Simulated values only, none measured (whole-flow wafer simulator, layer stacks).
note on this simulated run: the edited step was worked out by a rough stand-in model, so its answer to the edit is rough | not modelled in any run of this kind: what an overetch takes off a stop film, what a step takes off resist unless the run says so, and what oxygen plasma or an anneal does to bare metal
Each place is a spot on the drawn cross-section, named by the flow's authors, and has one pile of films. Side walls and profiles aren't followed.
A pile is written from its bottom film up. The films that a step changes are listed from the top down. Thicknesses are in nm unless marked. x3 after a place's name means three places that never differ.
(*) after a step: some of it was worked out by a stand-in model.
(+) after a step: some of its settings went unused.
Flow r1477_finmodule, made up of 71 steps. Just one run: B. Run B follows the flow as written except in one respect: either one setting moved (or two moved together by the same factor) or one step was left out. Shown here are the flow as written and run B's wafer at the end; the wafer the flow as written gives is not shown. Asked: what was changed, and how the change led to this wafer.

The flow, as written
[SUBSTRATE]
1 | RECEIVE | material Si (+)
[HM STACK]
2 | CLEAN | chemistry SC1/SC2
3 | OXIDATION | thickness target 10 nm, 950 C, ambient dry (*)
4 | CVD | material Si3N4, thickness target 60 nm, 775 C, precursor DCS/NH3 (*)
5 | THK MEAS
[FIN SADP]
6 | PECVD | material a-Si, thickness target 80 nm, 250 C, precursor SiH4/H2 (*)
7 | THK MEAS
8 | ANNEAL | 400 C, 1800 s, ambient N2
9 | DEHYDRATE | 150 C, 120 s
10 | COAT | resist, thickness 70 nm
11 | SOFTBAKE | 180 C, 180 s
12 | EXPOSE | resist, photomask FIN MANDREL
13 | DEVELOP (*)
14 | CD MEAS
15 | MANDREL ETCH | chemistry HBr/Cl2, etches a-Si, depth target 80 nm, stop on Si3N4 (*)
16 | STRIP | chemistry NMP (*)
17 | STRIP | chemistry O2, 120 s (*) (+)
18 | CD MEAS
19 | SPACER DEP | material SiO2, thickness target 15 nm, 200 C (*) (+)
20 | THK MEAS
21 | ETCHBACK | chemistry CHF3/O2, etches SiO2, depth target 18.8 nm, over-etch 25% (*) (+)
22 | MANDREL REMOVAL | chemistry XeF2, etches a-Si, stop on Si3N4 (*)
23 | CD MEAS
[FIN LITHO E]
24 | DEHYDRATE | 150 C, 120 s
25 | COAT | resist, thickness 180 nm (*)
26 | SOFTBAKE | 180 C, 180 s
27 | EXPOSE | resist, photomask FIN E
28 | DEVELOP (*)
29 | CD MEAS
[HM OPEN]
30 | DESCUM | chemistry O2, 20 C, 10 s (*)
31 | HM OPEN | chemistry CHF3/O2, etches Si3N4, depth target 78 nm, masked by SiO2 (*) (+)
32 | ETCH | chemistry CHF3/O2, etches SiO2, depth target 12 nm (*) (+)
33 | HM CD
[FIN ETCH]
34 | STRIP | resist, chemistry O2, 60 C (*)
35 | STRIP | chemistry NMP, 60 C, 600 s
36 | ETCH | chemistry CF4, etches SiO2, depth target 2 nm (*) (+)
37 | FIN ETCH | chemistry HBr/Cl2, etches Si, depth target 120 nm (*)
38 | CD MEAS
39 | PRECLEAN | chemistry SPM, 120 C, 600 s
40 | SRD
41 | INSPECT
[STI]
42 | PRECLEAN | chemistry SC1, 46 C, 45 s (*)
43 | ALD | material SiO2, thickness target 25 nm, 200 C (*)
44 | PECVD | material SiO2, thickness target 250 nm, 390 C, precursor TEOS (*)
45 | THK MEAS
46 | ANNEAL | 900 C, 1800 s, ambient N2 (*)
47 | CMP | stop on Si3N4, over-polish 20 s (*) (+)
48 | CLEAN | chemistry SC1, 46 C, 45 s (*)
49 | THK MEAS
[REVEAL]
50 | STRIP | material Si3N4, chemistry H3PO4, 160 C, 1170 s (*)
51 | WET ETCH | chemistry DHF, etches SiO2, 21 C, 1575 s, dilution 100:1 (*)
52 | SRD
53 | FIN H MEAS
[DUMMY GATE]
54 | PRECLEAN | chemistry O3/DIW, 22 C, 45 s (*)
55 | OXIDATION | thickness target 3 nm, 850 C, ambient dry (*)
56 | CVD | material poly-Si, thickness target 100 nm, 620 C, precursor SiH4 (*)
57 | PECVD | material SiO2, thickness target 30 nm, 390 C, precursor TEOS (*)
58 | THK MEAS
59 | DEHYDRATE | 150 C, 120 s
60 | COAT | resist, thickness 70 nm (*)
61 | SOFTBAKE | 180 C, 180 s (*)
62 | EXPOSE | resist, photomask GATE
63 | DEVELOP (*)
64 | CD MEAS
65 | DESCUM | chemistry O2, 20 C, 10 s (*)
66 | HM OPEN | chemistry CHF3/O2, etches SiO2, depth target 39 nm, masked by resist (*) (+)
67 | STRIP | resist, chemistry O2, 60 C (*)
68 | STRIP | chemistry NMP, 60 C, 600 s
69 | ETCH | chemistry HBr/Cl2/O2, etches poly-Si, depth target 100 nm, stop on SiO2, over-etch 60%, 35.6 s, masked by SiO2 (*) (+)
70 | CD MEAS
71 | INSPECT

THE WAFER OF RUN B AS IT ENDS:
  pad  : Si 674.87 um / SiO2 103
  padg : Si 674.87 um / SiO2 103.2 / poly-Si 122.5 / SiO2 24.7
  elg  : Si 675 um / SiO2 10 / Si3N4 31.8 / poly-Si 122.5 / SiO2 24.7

What caused this: step 56, CVD: thickness target 122.5 nm was run, though the flow has thickness target 100 nm.
The wafer itself shows it: padg has poly-Si 122.5, and step 56 as written asks for 100 nm.

Step by step, how the change led to this:
  56 | CVD | material poly-Si, thickness target 100 nm, 620 C, precursor SiH4 (*)
      pad, padg, elg and 26 more: +122.5 poly-Si (new film) (as written it would have been: +100 poly-Si (new film))
      s40cg, s40co: +136.8 poly-Si (new film) (as written it would have been: +113.9 poly-Si (new film))
      (also at 5 further places)
  69 | ETCH | chemistry HBr/Cl2/O2, etches poly-Si, depth target 100 nm, stop on SiO2, over-etch 60%, 35.6 s, masked by SiO2 (*) (+)
      elo, e40lo, e100lo, e200lo: -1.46 chemical SiO2 (all of it), -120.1 poly-Si (all of it) (as written it would have been: -1.46 chemical SiO2 (all of it), -97.6 poly-Si (all of it), -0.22 Si3N4)
      pad, eso, e40so and 8 more: -1.46 chemical SiO2 (all of it), -120.1 poly-Si (all of it), -0.2 SiO2 (as written it would have been: -1.46 chemical SiO2 (all of it), -97.6 poly-Si (all of it), -0.42 SiO2)
      (also at 3 further places)
